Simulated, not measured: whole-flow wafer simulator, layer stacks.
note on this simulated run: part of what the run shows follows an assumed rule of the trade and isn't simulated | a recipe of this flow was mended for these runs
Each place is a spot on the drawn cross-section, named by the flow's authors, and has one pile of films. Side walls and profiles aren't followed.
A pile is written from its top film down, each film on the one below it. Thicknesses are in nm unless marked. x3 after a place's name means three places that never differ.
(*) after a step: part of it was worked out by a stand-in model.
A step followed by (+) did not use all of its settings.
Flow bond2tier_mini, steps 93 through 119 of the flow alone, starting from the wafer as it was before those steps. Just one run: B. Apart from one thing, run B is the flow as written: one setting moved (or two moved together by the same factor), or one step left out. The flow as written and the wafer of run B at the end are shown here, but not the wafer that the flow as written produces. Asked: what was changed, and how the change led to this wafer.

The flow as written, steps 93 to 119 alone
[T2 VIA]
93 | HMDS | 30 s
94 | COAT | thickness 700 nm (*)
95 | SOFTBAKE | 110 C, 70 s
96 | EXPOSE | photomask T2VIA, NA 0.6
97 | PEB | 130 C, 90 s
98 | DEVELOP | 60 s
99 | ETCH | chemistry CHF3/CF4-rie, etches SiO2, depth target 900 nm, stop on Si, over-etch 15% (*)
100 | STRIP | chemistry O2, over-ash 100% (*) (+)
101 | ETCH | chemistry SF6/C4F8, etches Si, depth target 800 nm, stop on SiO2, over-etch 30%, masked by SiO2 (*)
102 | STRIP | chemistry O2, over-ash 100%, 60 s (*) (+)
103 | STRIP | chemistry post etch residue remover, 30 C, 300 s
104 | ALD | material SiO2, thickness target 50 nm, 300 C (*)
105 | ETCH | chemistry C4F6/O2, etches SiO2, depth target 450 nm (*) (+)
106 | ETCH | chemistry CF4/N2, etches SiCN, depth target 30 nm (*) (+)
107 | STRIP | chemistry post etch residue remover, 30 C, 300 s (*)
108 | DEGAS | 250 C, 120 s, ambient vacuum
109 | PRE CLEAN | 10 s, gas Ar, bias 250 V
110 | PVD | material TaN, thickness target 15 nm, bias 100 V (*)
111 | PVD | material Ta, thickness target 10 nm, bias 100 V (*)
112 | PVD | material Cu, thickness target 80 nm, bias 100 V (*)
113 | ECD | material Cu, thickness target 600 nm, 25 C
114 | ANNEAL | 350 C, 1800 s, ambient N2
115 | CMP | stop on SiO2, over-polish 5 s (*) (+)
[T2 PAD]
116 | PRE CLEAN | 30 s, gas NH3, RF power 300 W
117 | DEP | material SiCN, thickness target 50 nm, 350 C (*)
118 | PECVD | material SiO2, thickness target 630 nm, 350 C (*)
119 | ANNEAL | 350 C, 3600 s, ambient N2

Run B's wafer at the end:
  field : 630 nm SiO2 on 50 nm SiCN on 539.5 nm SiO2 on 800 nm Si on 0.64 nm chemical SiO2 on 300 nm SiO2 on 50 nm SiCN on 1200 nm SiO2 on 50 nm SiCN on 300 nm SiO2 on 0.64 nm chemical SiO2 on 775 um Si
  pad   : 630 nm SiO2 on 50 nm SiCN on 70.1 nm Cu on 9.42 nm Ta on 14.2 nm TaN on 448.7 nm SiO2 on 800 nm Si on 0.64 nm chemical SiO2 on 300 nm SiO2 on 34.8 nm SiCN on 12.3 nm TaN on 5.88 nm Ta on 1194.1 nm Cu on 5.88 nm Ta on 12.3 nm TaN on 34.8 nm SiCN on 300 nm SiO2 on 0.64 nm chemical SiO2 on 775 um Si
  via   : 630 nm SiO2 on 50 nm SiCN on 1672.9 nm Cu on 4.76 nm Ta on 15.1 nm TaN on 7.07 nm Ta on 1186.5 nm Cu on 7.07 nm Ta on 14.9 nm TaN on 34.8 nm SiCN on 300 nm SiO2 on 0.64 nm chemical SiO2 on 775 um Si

What caused this: step 104, ALD: thickness target 32 nm was run, though the flow has thickness target 50 nm.

Step by step, how the change led to this:
  104 | ALD | material SiO2, thickness target 50 nm, 300 C (*)
      field, pad, via: SiO2 gains 32 (in the flow as written it would be: SiO2 gains 50)
  105 | ETCH | chemistry C4F6/O2, etches SiO2, depth target 450 nm (*) (+)
      via: SiO2 loses 330.1 (all of it), SiCN loses 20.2 (in the flow as written it would be: SiO2 loses 348.1 (all of it), SiCN loses 17.2)
  106 | ETCH | chemistry CF4/N2, etches SiCN, depth target 30 nm (*) (+)
      via: SiCN loses 14.6 (all of it), TaN loses 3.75 (in the flow as written it would be: SiCN loses 17.6 (all of it), TaN loses 3.01)
  112 | PVD | material Cu, thickness target 80 nm, bias 100 V (*)
      via: Cu gains 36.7 (new film) (in the flow as written it would be: Cu gains 35 (new film))
